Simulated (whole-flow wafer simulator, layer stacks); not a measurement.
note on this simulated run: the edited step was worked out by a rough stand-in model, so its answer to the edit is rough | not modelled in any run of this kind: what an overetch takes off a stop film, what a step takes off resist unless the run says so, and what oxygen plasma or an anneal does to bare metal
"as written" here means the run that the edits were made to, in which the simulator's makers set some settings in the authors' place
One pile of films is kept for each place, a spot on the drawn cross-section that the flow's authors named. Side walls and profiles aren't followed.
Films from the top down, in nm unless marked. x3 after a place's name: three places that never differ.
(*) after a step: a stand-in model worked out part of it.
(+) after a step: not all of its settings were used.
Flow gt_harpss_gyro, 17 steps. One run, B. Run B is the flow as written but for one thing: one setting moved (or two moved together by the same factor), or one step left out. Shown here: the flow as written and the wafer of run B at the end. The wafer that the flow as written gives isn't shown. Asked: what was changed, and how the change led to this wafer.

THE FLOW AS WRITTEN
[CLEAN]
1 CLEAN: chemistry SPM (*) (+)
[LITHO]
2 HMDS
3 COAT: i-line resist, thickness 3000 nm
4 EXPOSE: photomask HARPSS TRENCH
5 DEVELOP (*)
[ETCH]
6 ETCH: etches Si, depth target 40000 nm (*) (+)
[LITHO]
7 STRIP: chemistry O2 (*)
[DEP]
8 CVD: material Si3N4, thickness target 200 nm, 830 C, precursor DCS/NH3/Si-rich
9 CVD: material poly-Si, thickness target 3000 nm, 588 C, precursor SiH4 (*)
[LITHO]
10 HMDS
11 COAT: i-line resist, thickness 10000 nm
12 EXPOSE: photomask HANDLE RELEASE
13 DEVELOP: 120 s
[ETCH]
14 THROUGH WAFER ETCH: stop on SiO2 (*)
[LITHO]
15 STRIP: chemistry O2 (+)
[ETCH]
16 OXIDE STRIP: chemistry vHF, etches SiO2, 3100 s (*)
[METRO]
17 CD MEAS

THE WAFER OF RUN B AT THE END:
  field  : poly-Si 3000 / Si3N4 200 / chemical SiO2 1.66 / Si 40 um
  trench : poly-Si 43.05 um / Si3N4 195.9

The cause: step 6, ETCH: depth target 46440 nm was run, where the flow has depth target 40000 nm.

How the change led to this, step by step:
  6 ETCH: etches Si, depth target 40000 nm (*) (+)
      trench: chemical SiO2 -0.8 (all of it), Si -40 um (all of it), SiO2 -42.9 (as written it would be: chemical SiO2 -0.8 (all of it), Si -40 um (all of it))
      field: i-line resist -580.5 (as written it would be: i-line resist -500)
  7 STRIP: chemistry O2 (*)
      field: i-line resist -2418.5 (all of it), chemical SiO2 +0.86, Si -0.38 (as written it would be: i-line resist -2498.9 (all of it), chemical SiO2 +0.87, Si -0.38)
  9 CVD: material poly-Si, thickness target 3000 nm, 588 C, precursor SiH4 (*)
      trench: poly-Si +43.05 um (new film) (as written it would be: poly-Si +43.01 um (new film))
  16 OXIDE STRIP: chemistry vHF, etches SiO2, 3100 s (*)
      trench: under 2 films: SiO2 -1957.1 (all of it) (as written it would be: under 2 films: SiO2 -2000 (all of it))
